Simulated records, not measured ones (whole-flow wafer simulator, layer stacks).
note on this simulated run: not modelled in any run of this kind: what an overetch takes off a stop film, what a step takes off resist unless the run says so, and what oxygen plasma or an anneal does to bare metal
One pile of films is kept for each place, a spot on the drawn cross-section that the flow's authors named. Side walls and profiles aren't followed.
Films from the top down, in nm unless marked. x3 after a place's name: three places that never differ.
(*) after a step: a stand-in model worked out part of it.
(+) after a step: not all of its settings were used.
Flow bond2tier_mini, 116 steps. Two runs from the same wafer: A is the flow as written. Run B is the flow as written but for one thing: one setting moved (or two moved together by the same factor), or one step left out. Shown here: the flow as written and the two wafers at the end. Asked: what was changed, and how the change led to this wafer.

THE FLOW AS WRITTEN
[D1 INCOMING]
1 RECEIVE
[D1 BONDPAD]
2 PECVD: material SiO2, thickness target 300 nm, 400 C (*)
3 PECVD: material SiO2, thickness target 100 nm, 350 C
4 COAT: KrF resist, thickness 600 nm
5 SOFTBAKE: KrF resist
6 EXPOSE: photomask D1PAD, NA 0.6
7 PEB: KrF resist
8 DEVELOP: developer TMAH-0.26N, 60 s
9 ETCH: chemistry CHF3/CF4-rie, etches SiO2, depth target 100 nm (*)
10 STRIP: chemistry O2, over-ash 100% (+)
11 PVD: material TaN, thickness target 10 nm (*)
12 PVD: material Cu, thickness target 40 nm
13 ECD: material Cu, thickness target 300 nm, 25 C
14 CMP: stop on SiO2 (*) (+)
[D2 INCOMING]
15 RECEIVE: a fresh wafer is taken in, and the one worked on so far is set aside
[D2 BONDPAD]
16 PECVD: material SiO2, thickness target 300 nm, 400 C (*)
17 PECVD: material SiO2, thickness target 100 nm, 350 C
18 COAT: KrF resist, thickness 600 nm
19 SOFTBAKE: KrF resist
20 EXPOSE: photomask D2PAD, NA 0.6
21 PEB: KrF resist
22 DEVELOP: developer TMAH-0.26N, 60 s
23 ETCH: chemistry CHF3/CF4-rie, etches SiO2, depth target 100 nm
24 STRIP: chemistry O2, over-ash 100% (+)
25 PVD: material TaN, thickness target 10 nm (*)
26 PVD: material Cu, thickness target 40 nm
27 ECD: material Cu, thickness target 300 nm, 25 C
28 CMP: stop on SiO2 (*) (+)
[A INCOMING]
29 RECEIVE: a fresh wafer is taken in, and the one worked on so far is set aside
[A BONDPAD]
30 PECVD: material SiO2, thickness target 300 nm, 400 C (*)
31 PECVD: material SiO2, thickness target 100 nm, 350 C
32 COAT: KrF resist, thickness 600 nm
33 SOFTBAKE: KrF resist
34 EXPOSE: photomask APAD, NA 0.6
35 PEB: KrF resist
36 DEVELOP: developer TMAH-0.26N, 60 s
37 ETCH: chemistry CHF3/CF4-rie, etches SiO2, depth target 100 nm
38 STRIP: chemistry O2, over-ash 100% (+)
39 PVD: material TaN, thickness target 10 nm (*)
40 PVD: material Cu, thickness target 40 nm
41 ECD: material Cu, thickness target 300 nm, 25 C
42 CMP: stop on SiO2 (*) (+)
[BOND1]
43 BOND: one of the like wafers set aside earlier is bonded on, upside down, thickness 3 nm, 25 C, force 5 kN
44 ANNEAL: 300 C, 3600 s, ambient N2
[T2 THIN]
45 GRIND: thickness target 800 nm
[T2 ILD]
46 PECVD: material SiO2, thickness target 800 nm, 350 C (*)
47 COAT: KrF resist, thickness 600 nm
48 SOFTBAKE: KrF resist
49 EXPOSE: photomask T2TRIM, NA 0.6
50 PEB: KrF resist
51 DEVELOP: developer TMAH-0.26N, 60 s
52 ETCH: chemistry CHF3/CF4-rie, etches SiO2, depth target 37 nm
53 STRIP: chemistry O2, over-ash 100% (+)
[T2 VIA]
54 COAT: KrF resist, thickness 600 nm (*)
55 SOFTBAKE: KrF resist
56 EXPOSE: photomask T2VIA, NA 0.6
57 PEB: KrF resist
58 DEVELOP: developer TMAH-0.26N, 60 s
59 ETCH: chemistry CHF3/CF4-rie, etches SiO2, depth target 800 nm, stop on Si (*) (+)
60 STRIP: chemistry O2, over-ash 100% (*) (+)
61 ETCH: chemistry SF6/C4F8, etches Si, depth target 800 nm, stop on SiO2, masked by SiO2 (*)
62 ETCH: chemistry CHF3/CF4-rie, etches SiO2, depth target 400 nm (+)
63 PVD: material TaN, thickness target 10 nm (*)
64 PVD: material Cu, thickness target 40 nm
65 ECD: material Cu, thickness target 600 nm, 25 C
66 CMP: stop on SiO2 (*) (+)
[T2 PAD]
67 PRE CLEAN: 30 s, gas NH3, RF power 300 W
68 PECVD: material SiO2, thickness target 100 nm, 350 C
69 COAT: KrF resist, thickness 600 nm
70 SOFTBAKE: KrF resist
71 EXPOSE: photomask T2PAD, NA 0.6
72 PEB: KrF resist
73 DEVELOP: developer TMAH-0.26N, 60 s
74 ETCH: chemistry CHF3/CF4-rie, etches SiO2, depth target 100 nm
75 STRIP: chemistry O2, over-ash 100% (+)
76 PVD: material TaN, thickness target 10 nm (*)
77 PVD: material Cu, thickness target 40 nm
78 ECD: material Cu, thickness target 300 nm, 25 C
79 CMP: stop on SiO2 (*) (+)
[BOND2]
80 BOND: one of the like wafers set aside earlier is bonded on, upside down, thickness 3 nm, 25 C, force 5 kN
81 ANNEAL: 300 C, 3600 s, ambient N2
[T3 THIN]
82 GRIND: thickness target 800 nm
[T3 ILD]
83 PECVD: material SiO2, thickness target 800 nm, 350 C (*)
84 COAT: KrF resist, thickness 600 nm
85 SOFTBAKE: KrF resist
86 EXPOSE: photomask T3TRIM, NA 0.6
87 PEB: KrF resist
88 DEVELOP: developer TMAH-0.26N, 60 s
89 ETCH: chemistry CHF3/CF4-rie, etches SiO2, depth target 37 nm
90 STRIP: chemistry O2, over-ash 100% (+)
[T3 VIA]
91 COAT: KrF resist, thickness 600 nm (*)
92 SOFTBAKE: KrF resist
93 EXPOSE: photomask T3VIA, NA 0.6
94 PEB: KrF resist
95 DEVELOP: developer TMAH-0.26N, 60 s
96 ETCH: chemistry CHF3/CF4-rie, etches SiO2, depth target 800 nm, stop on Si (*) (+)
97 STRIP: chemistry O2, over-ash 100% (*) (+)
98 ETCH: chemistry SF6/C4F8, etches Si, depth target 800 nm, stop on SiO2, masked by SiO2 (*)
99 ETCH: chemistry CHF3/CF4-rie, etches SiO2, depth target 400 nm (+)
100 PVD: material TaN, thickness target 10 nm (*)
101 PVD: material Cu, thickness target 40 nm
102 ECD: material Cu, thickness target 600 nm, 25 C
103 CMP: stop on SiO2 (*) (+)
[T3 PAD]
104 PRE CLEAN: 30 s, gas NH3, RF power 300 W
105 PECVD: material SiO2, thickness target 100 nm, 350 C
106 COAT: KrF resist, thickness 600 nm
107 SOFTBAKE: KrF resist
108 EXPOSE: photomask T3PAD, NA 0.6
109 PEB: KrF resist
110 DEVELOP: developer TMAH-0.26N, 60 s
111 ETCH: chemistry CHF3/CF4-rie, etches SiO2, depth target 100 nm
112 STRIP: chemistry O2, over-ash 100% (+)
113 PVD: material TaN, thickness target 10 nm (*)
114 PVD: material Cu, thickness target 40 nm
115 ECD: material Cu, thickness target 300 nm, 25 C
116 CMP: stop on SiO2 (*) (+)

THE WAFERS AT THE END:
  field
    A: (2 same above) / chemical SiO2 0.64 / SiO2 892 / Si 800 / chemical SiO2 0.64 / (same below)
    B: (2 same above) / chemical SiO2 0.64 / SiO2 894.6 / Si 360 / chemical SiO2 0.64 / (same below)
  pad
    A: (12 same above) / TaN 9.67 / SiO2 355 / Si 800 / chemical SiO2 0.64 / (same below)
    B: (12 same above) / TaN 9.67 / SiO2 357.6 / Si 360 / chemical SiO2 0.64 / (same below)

The cause: step 45, GRIND: thickness target 360 nm was run, where the flow has thickness target 800 nm.
It can be read off the wafer: field has Si 360, and step 45 as written asks for 800 nm.

How the change led to this, step by step:
  45 GRIND: thickness target 800 nm
      field, pad, via: A Si -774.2 um | B Si -774.64 um
  61 ETCH: chemistry SF6/C4F8, etches Si, depth target 800 nm, stop on SiO2, masked by SiO2 (*)
      field, pad: A SiO2 -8 | B SiO2 -5.4
